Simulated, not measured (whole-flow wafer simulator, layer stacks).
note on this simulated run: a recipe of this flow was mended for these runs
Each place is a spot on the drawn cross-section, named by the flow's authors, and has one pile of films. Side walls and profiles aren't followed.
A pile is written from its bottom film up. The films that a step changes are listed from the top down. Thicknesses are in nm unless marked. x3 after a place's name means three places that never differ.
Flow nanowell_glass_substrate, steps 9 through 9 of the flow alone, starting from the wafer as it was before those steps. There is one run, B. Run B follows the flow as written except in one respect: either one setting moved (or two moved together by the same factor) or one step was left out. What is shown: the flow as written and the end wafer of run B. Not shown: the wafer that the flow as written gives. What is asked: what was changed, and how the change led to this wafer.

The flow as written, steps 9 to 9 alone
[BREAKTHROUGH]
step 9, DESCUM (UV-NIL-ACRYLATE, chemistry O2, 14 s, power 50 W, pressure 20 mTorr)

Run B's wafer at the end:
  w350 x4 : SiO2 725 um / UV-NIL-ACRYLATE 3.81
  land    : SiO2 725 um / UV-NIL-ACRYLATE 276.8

What caused this: step 9, DESCUM: 5.78 s was run, while the flow as written has 14 s.

Step by step, how the change led to this:
  step 9, DESCUM (UV-NIL-ACRYLATE, chemistry O2, 14 s, power 50 W, pressure 20 mTorr)
      w350 x4: -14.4 UV-NIL-ACRYLATE (in the flow as written it would be: -18.2 UV-NIL-ACRYLATE (all of it))
      land: -14.4 UV-NIL-ACRYLATE (in the flow as written it would be: -34.9 UV-NIL-ACRYLATE)
